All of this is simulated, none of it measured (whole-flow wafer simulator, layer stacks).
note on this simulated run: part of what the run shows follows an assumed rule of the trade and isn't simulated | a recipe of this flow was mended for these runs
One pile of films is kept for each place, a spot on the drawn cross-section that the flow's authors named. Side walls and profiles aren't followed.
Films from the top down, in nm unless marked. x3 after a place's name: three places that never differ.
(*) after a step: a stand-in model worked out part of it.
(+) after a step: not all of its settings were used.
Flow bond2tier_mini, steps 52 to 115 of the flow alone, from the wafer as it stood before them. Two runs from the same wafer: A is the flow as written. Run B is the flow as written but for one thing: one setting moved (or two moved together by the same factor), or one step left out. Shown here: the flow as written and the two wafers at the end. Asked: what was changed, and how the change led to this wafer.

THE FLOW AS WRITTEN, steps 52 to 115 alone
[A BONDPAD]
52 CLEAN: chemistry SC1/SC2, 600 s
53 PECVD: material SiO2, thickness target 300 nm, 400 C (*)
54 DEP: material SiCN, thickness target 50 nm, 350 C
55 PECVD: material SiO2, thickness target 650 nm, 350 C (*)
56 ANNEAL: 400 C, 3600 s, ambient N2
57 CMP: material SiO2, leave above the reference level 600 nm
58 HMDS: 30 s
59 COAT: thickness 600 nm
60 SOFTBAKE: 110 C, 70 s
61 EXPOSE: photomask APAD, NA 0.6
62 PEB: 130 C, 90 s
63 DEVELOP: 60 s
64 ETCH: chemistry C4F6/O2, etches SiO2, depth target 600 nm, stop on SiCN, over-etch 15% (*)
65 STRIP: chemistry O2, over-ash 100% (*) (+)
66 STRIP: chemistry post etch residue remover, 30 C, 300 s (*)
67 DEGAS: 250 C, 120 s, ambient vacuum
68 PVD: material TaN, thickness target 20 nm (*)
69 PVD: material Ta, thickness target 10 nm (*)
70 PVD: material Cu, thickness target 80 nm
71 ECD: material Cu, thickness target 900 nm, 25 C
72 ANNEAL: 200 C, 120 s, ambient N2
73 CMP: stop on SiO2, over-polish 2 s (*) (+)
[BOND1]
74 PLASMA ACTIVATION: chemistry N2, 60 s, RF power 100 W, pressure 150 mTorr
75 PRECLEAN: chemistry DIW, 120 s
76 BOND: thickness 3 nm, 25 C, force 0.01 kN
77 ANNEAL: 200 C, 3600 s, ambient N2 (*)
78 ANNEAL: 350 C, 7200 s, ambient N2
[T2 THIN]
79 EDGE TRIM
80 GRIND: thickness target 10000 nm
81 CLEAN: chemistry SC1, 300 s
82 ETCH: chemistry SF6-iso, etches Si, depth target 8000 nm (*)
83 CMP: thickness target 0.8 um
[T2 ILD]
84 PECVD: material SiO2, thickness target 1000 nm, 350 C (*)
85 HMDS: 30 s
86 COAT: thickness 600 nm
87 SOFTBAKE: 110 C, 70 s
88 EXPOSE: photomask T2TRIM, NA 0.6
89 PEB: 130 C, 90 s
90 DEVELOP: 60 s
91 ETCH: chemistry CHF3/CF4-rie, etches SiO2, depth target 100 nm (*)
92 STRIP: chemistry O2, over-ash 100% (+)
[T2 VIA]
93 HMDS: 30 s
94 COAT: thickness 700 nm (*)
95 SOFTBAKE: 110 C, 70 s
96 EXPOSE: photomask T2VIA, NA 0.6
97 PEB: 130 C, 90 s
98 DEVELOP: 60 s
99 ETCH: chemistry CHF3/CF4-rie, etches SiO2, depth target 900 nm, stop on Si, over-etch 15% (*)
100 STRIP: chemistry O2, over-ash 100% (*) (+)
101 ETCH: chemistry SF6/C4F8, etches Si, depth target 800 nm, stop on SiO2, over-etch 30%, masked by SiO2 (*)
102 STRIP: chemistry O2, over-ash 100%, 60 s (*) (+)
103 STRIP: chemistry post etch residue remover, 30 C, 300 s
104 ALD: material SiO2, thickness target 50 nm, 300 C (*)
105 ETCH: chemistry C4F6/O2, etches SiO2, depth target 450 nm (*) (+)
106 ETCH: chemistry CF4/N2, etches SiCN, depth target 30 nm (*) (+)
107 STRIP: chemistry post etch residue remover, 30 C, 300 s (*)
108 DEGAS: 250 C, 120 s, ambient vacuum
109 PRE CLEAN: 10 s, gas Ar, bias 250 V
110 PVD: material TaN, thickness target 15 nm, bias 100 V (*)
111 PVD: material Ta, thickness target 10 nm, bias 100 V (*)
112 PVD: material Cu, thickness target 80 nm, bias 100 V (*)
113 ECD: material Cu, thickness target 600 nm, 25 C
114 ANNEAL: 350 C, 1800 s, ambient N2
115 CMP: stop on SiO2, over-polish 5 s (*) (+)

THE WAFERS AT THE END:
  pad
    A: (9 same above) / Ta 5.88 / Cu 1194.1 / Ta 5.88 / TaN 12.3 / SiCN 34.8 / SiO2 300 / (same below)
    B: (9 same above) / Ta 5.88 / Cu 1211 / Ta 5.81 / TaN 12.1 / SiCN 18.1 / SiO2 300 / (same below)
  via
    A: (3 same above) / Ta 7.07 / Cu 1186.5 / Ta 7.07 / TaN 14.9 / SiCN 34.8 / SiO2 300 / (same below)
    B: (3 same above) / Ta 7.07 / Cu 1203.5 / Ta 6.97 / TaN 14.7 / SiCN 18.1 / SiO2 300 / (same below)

The cause: step 64, ETCH: depth target 686.4 nm was run, where the flow has depth target 600 nm.

How the change led to this, step by step:
  64 ETCH: chemistry C4F6/O2, etches SiO2, depth target 600 nm, stop on SiCN, over-etch 15% (*)
      pad, via: A SiO2 -600 (all of it), SiCN -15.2 | B SiO2 -600 (all of it), SiCN -31.9
      field: A thick-KrF-resist -115 | B thick-KrF-resist -131.6
  65 STRIP: chemistry O2, over-ash 100% (*) (+)
      field: A thick-KrF-resist -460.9 (all of it) | B thick-KrF-resist -444.4 (all of it)
